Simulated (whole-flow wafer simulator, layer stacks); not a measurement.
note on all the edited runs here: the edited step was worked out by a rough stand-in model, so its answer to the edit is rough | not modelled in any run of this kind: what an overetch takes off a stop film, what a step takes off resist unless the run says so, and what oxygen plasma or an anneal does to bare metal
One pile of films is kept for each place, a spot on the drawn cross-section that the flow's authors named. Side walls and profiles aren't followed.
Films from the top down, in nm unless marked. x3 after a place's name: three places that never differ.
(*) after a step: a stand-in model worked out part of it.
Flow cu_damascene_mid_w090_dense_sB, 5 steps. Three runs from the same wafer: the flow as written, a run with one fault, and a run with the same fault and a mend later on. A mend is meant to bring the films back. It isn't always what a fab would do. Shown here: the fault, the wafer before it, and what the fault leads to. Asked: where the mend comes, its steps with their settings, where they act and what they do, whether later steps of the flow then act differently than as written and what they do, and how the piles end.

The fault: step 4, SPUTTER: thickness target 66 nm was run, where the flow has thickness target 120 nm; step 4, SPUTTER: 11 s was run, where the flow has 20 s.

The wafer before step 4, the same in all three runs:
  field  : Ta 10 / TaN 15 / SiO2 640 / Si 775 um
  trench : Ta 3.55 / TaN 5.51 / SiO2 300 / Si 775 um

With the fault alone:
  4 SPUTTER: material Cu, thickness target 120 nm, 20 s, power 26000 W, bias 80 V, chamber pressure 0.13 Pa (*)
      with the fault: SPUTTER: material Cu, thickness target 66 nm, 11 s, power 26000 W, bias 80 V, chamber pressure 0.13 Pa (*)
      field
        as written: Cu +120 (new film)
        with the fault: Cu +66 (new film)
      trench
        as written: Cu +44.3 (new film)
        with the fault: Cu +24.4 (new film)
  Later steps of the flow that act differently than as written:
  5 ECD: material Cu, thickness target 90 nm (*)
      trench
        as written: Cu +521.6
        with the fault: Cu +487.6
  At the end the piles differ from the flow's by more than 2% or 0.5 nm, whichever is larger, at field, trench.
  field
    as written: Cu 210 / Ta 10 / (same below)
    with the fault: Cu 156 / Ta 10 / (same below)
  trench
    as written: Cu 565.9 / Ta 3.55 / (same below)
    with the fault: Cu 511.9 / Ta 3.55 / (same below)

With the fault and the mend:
  The mend comes after step 4.
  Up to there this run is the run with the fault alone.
  4a SPUTTER: material Cu, thickness target 54 nm, 9 s, power 26000 W, bias 80 V, chamber pressure 0.13 Pa (*) (the flow's step 4 once more, with other settings)
      field
        Cu +54
      trench
        Cu +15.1
  No later step of the flow acts differently than as written, at any place that is followed, by more than 2% or 0.5 nm, whichever is larger.
  At the end the piles are the same as the flow's at every place that both follow.
